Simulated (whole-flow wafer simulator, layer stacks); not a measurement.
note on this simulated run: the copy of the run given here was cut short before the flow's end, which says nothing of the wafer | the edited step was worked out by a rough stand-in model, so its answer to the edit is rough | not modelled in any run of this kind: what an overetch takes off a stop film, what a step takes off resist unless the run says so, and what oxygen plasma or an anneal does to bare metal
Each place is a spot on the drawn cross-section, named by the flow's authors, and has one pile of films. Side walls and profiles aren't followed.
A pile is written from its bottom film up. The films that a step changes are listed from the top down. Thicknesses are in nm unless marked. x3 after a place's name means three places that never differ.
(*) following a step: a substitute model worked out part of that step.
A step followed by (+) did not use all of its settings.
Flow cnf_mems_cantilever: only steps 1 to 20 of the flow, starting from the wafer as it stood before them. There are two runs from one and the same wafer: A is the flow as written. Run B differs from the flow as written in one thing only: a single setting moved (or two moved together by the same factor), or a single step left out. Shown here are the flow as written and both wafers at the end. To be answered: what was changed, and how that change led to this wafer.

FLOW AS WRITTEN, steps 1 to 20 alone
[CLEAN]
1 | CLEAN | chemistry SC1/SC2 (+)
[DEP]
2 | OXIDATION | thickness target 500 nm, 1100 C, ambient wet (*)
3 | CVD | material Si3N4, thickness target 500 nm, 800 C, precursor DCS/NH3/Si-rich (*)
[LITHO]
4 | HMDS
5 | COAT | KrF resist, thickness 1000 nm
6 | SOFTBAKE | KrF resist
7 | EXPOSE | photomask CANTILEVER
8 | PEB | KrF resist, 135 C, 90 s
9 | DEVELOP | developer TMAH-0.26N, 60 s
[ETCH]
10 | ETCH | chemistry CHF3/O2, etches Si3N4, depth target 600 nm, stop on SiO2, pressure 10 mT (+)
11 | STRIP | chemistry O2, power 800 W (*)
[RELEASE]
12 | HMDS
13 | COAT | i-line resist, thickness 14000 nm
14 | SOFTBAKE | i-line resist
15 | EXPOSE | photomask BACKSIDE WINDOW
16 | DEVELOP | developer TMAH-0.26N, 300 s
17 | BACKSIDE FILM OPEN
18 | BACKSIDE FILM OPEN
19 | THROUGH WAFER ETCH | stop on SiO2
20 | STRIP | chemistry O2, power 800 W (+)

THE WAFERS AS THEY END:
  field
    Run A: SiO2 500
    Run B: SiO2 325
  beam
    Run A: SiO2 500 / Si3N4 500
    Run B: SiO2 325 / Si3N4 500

Cause: step 2, OXIDATION: thickness target 325 nm was run, though the flow has thickness target 500 nm.
The wafer itself shows it: field has SiO2 325, and step 2 as written asks for 500 nm.

Step by step, how the change led to this:
  2 | OXIDATION | thickness target 500 nm, 1100 C, ambient wet (*)
      field, beam: A +500 SiO2 (new film), -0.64 chemical SiO2 (all of it), -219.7 Si | B +325 SiO2 (new film), -0.64 chemical SiO2 (all of it), -142.7 Si
  19 | THROUGH WAFER ETCH | stop on SiO2
      field: A under 1 film: -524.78 um Si (all of it) | B under 1 film: -524.86 um Si (all of it)
      beam: A under 2 films: -524.78 um Si (all of it) | B under 2 films: -524.86 um Si (all of it)
